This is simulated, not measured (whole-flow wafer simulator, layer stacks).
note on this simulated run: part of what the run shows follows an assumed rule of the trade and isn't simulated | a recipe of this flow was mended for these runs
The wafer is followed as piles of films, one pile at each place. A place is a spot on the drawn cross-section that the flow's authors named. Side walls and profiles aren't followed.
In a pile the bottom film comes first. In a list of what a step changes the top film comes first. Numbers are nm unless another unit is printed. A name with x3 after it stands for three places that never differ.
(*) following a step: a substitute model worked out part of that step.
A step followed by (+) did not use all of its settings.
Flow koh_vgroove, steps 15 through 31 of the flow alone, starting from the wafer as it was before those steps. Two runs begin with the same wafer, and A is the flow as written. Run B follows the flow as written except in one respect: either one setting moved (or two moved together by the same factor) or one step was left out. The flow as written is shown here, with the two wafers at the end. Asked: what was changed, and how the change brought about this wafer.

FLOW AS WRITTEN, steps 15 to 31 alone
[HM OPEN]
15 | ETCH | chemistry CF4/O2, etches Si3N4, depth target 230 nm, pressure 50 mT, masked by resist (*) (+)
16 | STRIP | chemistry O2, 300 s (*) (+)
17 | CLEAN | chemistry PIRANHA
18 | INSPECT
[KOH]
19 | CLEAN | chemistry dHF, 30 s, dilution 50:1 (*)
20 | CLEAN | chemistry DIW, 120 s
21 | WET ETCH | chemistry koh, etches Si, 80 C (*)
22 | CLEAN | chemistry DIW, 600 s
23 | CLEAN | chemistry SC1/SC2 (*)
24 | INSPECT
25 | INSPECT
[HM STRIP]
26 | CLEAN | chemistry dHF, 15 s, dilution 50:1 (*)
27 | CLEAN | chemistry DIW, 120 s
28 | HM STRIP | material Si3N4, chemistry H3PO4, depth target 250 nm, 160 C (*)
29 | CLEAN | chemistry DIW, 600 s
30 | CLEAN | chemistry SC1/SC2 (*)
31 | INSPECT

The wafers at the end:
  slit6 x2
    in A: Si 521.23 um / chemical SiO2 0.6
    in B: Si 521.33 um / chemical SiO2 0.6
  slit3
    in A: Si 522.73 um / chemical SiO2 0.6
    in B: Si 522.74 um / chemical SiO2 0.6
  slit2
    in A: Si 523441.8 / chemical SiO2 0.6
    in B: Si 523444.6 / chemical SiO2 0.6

The reason: step 19, CLEAN: chemistry dHF, 30 s, dilution 50:1 (*), was skipped.

How this came from the change, step by step:
  21 | WET ETCH | chemistry koh, etches Si, 80 C (*)
      slit6 x2: A -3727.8 Si | B -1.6 chemical SiO2 (all of it), -3623.8 Si
      slit3: A -2222.2 Si | B -1.6 chemical SiO2 (all of it), -2219.4 Si
      (also at 1 further place)
